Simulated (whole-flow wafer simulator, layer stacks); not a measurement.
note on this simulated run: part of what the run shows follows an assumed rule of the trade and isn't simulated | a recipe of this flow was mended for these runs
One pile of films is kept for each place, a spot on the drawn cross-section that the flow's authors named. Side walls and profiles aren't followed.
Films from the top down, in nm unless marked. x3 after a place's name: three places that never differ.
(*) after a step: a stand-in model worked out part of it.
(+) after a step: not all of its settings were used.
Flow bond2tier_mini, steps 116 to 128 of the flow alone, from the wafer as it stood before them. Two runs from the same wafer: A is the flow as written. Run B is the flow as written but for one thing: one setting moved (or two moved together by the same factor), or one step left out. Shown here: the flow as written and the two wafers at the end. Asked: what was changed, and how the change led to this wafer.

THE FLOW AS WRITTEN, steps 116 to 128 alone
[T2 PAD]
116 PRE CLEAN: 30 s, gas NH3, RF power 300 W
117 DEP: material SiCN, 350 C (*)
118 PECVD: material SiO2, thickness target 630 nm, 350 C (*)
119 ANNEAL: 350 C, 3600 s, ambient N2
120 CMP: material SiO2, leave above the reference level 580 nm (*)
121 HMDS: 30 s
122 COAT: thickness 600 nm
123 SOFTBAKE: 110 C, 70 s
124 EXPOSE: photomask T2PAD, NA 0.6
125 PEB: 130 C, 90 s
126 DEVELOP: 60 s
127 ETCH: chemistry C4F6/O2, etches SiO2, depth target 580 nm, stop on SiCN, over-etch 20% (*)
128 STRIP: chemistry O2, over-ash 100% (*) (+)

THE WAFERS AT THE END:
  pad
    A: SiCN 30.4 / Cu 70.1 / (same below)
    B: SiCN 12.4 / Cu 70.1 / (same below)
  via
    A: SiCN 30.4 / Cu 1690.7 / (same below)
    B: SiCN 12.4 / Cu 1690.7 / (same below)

The cause: step 127, ETCH: depth target 669.2 nm was run, where the flow has depth target 580 nm.

How the change led to this, step by step:
  127 ETCH: chemistry C4F6/O2, etches SiO2, depth target 580 nm, stop on SiCN, over-etch 20% (*)
      pad, via: A SiO2 -580 (all of it), SiCN -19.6 | B SiO2 -580 (all of it), SiCN -37.6
      field: A thick-KrF-resist -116 | B thick-KrF-resist -133.8
  128 STRIP: chemistry O2, over-ash 100% (*) (+)
      field: A thick-KrF-resist -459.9 (all of it) | B thick-KrF-resist -442.1 (all of it)
